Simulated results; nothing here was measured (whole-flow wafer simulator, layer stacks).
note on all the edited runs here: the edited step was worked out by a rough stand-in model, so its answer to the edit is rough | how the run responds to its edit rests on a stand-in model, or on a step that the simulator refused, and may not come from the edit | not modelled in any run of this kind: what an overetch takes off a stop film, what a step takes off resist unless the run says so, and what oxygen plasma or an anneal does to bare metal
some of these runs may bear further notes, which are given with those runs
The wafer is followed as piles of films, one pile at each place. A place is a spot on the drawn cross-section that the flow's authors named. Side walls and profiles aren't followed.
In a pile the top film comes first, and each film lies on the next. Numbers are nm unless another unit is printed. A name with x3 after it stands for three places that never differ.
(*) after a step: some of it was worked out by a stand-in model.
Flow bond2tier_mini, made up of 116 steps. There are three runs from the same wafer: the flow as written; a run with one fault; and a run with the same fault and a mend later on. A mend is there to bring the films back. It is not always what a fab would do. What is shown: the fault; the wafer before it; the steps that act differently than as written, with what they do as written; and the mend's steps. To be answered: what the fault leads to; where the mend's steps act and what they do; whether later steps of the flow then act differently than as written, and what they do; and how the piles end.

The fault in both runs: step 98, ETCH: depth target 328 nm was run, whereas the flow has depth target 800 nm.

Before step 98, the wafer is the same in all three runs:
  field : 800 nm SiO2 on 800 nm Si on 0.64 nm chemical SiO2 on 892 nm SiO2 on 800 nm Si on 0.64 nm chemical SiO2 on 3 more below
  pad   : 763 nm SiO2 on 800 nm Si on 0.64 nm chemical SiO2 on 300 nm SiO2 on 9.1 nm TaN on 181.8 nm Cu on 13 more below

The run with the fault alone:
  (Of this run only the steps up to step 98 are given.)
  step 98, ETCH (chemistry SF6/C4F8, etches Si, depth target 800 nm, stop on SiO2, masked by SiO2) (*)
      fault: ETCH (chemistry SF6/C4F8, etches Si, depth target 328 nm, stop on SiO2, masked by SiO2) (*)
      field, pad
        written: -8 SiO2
        fault: -3.28 SiO2
  The piles after step 98 are only slightly different from the flow's at the places that both follow, by no more than 2% or 0.5 nm, whichever is larger.

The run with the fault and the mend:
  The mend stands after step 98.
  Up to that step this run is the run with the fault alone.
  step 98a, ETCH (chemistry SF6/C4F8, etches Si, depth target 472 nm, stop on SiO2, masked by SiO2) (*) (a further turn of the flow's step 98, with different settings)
      field, pad
        -4.72 SiO2
  Later steps of the flow that are run all act as written at every place that is followed.
  By the end, the piles equal the flow's at every place that both follow.
